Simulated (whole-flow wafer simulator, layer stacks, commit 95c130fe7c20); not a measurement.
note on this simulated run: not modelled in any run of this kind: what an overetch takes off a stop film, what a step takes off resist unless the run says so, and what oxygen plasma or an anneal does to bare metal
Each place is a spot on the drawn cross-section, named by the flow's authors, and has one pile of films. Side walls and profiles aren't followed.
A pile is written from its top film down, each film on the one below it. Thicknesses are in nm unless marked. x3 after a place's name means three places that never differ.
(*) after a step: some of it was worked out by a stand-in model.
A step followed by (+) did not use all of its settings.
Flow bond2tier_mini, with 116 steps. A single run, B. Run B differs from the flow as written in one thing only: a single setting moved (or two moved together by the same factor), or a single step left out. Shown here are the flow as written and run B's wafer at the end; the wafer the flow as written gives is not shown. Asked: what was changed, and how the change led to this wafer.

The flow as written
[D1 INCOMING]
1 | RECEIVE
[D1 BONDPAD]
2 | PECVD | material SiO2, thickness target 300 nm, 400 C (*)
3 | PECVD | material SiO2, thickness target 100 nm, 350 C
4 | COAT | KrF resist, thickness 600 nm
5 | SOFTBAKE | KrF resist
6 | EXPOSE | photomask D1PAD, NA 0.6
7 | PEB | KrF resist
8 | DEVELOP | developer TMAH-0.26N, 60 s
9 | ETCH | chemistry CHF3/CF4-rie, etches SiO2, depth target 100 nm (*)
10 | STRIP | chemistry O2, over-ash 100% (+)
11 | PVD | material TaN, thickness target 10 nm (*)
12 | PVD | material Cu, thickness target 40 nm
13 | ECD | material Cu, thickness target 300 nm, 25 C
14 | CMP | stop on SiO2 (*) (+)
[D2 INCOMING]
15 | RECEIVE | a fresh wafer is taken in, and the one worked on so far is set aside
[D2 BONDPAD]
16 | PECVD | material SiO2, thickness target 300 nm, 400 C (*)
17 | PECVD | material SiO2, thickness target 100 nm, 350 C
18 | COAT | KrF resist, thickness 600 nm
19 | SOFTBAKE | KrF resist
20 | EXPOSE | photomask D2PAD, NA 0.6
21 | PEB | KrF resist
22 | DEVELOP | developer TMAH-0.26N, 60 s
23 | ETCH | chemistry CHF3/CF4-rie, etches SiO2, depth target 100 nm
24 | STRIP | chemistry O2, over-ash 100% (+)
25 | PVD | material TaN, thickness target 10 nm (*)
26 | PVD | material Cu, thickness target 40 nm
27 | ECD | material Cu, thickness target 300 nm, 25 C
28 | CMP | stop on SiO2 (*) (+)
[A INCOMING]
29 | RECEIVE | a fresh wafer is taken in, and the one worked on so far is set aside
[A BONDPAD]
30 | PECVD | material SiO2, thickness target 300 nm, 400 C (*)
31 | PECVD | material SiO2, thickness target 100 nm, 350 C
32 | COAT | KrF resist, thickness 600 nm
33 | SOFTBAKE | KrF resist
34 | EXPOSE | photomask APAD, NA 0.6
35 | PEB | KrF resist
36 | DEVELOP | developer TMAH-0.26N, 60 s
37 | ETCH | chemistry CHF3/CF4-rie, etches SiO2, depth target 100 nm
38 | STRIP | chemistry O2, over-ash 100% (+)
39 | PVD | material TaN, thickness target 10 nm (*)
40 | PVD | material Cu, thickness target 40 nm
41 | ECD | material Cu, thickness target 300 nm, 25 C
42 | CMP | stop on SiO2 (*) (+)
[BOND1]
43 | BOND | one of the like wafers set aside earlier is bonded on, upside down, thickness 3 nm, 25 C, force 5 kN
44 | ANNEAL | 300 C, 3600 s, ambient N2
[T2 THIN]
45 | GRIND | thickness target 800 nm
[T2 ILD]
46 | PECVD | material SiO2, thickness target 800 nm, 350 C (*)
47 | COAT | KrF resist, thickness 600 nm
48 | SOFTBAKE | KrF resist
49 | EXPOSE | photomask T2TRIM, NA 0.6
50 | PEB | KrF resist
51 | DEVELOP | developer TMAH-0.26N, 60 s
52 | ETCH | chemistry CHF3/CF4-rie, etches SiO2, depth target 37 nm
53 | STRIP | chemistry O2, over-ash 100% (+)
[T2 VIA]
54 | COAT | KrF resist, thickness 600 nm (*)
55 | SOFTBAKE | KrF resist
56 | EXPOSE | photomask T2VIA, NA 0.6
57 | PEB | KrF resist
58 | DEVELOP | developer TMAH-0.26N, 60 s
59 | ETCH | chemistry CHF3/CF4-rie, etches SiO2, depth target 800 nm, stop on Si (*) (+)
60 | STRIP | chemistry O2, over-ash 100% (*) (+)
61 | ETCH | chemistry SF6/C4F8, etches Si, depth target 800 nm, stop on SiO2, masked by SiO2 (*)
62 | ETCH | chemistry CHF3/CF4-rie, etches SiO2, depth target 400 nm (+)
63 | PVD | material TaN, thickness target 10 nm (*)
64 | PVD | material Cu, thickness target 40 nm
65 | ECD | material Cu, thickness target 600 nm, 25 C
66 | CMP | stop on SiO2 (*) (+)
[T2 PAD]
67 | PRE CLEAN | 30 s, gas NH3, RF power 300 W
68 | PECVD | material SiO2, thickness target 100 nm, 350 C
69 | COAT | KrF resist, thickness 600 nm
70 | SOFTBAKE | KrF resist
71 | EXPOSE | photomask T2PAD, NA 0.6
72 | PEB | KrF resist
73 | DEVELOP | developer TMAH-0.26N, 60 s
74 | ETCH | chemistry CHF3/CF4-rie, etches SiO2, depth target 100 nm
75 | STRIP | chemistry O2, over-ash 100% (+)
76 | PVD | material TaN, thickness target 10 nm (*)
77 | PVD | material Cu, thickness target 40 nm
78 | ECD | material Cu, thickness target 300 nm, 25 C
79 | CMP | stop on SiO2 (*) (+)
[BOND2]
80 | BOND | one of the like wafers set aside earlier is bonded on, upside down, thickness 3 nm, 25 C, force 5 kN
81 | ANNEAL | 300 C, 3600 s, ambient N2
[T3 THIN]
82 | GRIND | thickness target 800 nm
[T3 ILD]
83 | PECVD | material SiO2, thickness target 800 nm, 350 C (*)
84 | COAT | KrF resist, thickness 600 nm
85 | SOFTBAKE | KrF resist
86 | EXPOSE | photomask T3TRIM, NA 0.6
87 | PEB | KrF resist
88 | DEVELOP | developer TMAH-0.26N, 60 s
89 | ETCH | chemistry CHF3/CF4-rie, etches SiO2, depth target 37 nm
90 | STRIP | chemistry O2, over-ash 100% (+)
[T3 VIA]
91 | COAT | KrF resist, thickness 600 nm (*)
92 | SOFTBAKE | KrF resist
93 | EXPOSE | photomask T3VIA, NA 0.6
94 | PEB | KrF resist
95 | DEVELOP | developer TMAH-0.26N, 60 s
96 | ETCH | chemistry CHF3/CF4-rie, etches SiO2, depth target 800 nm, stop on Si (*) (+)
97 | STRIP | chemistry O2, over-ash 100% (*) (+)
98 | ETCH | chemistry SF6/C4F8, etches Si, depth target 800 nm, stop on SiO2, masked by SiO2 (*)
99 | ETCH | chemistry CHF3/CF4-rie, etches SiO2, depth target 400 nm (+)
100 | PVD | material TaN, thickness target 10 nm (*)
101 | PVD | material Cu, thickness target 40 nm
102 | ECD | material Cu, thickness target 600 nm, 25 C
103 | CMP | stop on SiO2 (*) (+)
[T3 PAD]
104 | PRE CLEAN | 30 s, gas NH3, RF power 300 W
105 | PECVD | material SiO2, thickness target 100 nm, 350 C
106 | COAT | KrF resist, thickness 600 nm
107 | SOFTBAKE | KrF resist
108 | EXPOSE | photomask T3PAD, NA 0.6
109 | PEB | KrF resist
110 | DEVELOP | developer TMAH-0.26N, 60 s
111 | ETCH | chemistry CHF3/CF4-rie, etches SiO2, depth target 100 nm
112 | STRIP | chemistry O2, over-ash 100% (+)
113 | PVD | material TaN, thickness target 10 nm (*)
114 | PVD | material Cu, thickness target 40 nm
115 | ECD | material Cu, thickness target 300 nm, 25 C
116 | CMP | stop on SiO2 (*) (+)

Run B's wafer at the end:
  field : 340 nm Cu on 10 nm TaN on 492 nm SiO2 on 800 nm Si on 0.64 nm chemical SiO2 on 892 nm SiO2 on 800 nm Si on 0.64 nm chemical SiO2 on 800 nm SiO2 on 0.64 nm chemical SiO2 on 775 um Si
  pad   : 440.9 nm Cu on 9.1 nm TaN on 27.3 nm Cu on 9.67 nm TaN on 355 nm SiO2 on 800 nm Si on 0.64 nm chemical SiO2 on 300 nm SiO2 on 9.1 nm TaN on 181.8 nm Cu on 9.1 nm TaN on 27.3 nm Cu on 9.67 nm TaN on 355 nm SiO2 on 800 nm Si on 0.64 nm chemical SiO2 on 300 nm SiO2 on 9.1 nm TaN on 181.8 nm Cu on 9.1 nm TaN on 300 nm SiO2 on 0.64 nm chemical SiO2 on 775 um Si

The reason: step 116, CMP: stop on SiO2 (*) (+), was skipped.

How this came from the change, step by step:
  (no step that both runs have acts differently)
With metal films that touch counted as one body, field has 1 body; the flow as written gives 0 bodies.
